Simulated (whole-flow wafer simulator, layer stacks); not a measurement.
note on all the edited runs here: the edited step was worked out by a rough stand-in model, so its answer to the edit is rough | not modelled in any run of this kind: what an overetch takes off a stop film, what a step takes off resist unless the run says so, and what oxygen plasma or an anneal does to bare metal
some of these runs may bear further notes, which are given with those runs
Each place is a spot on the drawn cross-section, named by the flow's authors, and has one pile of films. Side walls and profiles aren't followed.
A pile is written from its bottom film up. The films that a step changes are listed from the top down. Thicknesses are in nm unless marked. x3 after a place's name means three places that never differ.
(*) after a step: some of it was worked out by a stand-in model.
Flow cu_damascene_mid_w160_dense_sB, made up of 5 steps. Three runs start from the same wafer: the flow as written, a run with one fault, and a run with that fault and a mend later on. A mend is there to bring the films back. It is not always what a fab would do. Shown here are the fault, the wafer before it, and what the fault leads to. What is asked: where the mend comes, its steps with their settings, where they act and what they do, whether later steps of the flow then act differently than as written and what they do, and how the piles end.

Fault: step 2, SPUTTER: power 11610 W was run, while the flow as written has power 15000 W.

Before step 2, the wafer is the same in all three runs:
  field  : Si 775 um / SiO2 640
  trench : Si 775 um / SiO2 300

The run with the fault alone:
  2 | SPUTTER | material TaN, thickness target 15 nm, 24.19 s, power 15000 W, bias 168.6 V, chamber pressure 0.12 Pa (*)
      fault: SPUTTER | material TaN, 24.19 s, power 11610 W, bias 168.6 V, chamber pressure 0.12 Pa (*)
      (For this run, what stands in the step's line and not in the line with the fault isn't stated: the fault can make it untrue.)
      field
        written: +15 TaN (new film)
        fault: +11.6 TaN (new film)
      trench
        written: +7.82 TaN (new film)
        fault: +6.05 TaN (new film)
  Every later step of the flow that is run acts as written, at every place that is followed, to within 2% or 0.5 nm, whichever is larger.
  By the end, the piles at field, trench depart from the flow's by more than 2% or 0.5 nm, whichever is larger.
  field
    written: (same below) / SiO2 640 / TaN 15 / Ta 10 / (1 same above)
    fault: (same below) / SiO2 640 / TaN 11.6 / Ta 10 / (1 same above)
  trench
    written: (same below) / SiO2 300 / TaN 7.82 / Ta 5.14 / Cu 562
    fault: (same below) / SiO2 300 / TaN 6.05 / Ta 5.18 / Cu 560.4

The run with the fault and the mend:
  After step 2 comes the mend.
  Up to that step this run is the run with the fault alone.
  2a | SPUTTER | material TaN, thickness target 3.4 nm, 5.473 s, power 15000 W, bias 168.6 V, chamber pressure 0.12 Pa (*) (the flow's step 2, run once more with other settings)
      field
        +3.4 TaN
      trench
        +1.72 TaN
  Every later step of the flow that is run acts as written, at every place that is followed, to within 2% or 0.5 nm, whichever is larger.
  When the end is reached, the piles differ only a little from the flow's at the places that both follow, at most by 2% or 0.5 nm, whichever is larger.
